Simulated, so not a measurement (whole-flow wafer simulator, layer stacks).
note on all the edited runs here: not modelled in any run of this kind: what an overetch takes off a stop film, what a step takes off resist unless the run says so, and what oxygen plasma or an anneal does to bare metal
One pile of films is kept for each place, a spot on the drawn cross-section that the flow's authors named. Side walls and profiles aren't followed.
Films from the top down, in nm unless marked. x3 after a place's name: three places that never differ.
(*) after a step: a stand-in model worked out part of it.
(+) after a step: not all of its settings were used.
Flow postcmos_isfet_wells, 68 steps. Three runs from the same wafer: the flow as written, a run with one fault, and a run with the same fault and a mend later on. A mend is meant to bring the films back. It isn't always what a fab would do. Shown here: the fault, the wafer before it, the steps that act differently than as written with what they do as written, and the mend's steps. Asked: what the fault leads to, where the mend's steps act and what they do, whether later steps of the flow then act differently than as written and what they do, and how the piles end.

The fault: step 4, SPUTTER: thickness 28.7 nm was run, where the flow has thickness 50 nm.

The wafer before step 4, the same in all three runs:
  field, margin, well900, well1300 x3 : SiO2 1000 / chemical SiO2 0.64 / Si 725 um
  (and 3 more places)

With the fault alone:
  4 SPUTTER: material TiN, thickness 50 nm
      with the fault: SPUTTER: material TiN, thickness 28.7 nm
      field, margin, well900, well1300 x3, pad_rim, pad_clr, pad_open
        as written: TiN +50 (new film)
        with the fault: TiN +28.7 (new film)
  Later steps of the flow that act differently than as written (1 more step differs only slightly, by at most 2% or 0.5 nm, whichever is larger, and isn't shown):
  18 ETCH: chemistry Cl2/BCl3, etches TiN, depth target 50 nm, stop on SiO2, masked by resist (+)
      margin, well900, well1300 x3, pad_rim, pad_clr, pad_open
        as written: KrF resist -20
        with the fault: KrF resist -17.2
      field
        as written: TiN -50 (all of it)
        with the fault: TiN -28.7 (all of it)
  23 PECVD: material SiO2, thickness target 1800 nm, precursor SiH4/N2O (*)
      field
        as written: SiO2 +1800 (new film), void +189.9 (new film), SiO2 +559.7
        with the fault: SiO2 +1800 (new film), void +173.9 (new film), SiO2 +554.4
  At the end the piles differ from the flow's by more than 2% or 0.5 nm, whichever is larger, at field, margin, well900, well1300 x3, pad_rim, pad_clr, pad_open.
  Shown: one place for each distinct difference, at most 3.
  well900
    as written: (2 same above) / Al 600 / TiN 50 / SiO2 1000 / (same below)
    with the fault: (2 same above) / Al 600 / TiN 28.7 / SiO2 1000 / (same below)
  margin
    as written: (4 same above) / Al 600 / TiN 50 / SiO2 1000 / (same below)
    with the fault: (4 same above) / Al 600 / TiN 28.7 / SiO2 1000 / (same below)
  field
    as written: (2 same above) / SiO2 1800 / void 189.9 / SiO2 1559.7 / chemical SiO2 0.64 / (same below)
    with the fault: (2 same above) / SiO2 1800 / void 173.9 / SiO2 1554.4 / chemical SiO2 0.64 / (same below)

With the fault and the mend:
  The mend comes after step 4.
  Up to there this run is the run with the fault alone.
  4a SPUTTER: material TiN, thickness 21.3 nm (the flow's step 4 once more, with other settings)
      field, margin, well900, well1300 x3, pad_rim, pad_clr, pad_open
        TiN +21.3
  No later step of the flow acts differently than as written at any place that is followed.
  At the end the piles are the same as the flow's at every place that both follow.
